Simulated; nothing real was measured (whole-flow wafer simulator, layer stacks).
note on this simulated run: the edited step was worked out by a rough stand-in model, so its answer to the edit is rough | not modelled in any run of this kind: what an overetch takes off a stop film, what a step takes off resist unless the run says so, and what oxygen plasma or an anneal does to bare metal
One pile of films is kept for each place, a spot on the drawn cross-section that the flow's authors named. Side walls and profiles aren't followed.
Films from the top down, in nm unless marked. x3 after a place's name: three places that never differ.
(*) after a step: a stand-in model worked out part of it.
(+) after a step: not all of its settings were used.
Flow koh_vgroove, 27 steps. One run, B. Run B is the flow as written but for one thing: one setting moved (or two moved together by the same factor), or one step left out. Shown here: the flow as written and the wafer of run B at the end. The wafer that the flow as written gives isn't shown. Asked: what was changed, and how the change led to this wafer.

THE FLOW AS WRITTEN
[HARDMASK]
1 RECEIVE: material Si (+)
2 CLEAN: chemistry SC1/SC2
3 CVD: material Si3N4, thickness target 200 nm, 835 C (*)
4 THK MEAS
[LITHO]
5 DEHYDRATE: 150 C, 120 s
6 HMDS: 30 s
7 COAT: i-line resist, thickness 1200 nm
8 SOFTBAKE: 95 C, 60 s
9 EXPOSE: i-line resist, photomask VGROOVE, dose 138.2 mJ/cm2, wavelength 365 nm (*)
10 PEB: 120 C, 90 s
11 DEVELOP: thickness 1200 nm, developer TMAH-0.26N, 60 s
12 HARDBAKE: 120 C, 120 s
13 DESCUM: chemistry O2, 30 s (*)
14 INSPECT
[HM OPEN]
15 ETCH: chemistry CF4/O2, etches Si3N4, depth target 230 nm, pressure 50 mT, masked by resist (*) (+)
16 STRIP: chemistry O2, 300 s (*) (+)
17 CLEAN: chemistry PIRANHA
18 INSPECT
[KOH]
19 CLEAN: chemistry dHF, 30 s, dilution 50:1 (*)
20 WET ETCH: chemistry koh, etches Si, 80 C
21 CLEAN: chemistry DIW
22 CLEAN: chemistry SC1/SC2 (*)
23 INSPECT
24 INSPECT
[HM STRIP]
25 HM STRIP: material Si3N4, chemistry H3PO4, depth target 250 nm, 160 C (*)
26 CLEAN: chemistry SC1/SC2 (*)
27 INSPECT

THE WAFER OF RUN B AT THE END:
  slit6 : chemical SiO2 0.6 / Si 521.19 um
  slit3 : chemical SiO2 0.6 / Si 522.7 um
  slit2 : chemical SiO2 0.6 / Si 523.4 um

The cause: step 15, ETCH: depth target 282 nm was run, where the flow has depth target 230 nm.

How the change led to this, step by step:
  15 ETCH: chemistry CF4/O2, etches Si3N4, depth target 230 nm, pressure 50 mT, masked by resist (*) (+)
      slit3, slit2, slit6, slit20: Si3N4 -200 (all of it), chemical SiO2 -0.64 (all of it), Si -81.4 (as written it would be: Si3N4 -200 (all of it), chemical SiO2 -0.64 (all of it), Si -29.4)
      field: i-line resist -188 (as written it would be: i-line resist -153.3)
  16 STRIP: chemistry O2, 300 s (*) (+)
      field: i-line resist -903 (all of it) (as written it would be: i-line resist -937.7 (all of it))
